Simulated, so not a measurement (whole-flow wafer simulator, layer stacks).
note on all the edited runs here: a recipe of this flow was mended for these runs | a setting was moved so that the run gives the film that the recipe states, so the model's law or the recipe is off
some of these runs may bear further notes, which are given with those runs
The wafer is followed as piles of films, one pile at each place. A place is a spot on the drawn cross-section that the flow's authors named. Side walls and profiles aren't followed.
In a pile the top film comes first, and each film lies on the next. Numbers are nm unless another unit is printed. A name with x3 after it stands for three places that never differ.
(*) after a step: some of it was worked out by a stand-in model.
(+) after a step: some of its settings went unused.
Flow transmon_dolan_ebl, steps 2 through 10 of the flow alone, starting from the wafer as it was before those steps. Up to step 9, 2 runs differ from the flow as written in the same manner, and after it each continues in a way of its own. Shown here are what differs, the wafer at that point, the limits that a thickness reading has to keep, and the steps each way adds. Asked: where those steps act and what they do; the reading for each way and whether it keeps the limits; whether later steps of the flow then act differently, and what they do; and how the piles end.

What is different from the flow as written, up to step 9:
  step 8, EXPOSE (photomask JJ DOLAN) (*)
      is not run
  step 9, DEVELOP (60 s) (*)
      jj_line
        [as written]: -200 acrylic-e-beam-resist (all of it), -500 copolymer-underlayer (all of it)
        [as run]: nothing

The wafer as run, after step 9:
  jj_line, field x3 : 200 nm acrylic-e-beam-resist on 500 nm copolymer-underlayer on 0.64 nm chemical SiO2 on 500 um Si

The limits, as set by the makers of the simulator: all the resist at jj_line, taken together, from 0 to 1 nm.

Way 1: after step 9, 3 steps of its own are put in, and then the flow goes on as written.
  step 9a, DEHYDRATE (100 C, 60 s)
      leaves every film unchanged at each place that is followed
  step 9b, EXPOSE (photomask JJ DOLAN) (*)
      leaves every film unchanged at each place that is followed
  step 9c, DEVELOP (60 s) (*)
      jj_line
        -200 acrylic-e-beam-resist (all of it), -500 copolymer-underlayer (all of it)
  After step 9c, the reading is 0 nm, within the limits.
  Every later step of the flow that is run acts as written at every place that is followed.
  By the end, the piles equal the flow's at every place that both follow.

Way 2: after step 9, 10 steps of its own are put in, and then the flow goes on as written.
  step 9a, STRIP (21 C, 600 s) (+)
      field x3, jj_line
        -200 acrylic-e-beam-resist (all of it), -500 copolymer-underlayer (all of it)
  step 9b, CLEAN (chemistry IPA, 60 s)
      leaves every film unchanged at each place that is followed
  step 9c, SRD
      leaves every film unchanged at each place that is followed
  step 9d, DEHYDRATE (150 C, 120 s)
      leaves every film unchanged at each place that is followed
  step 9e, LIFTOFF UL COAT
      field x3, jj_line
        +500 copolymer-underlayer (new film)
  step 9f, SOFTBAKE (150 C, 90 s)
      leaves every film unchanged at each place that is followed
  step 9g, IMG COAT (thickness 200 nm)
      field x3, jj_line
        +200 acrylic-e-beam-resist (new film)
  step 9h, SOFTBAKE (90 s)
      leaves every film unchanged at each place that is followed
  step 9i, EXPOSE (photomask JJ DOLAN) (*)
      leaves every film unchanged at each place that is followed
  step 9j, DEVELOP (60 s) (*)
      jj_line
        -200 acrylic-e-beam-resist (all of it), -500 copolymer-underlayer (all of it)
  After step 9j, the reading is 0 nm, within the limits.
  Every later step of the flow that is run acts as written at every place that is followed.
  By the end, the piles equal the flow's at every place that both follow.

Staying within the limits: way 1, way 2.
